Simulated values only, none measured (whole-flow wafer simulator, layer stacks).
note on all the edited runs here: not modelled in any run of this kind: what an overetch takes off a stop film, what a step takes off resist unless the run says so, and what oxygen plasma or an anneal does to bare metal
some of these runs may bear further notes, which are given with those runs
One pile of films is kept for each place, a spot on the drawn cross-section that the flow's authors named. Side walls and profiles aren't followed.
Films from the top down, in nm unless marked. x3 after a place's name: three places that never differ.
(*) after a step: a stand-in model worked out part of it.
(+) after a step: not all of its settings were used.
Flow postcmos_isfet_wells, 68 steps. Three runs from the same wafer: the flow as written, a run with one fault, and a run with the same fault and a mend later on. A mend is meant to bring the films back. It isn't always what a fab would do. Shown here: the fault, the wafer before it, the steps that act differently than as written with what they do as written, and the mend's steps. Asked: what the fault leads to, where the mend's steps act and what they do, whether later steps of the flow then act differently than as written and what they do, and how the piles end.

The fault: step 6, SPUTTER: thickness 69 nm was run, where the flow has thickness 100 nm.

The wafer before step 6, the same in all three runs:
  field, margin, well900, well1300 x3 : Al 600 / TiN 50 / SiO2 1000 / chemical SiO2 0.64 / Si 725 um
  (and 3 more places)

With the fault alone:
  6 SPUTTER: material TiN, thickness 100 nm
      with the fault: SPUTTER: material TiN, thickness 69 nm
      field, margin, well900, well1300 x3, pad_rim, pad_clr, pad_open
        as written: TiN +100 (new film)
        with the fault: TiN +69 (new film)
  Later steps of the flow that act differently than as written:
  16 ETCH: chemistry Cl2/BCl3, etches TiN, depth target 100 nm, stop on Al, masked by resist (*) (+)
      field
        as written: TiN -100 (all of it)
        with the fault: TiN -69 (all of it)
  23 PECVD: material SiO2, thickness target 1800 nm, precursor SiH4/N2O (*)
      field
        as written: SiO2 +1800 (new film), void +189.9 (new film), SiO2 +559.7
        with the fault: SiO2 +1800 (new film), void +166.7 (new film), SiO2 +551.9
  At the end the piles differ from the flow's by more than 2% or 0.5 nm, whichever is larger, at field, margin, well900, well1300 x3, pad_rim, pad_clr, pad_open.
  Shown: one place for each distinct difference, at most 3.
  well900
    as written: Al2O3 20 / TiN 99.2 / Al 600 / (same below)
    with the fault: Al2O3 20 / TiN 68.2 / Al 600 / (same below)
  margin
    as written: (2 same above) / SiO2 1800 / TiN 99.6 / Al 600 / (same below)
    with the fault: (2 same above) / SiO2 1800 / TiN 68.6 / Al 600 / (same below)
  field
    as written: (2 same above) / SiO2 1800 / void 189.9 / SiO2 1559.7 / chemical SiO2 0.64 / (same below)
    with the fault: (2 same above) / SiO2 1800 / void 166.7 / SiO2 1551.9 / chemical SiO2 0.64 / (same below)

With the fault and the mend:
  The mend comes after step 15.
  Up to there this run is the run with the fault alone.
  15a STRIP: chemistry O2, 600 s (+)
      margin, well900, well1300 x3, pad_rim, pad_clr, pad_open
        KrF resist -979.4 (all of it)
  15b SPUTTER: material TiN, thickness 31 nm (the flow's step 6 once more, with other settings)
      field, margin, well900, well1300 x3, pad_rim, pad_clr, pad_open
        TiN +31
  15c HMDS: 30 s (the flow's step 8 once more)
      changes no film at any place that is followed
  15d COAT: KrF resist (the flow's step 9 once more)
      field, margin, well900, well1300 x3, pad_rim, pad_clr, pad_open
        KrF resist +1000 (new film)
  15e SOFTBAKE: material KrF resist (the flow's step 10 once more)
      changes no film at any place that is followed
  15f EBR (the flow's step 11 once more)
      changes no film at any place that is followed
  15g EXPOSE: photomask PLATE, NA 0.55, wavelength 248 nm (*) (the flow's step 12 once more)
      changes no film at any place that is followed
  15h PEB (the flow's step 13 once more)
      field, margin, well900, well1300 x3, pad_rim, pad_clr, pad_open
        KrF resist -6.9
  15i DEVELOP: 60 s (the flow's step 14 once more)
      margin, well900, well1300 x3, pad_rim, pad_clr, pad_open
        KrF resist -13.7
      field
        KrF resist -993.1 (all of it)
  No later step of the flow acts differently than as written at any place that is followed.
  At the end the piles are the same as the flow's at every place that both follow.
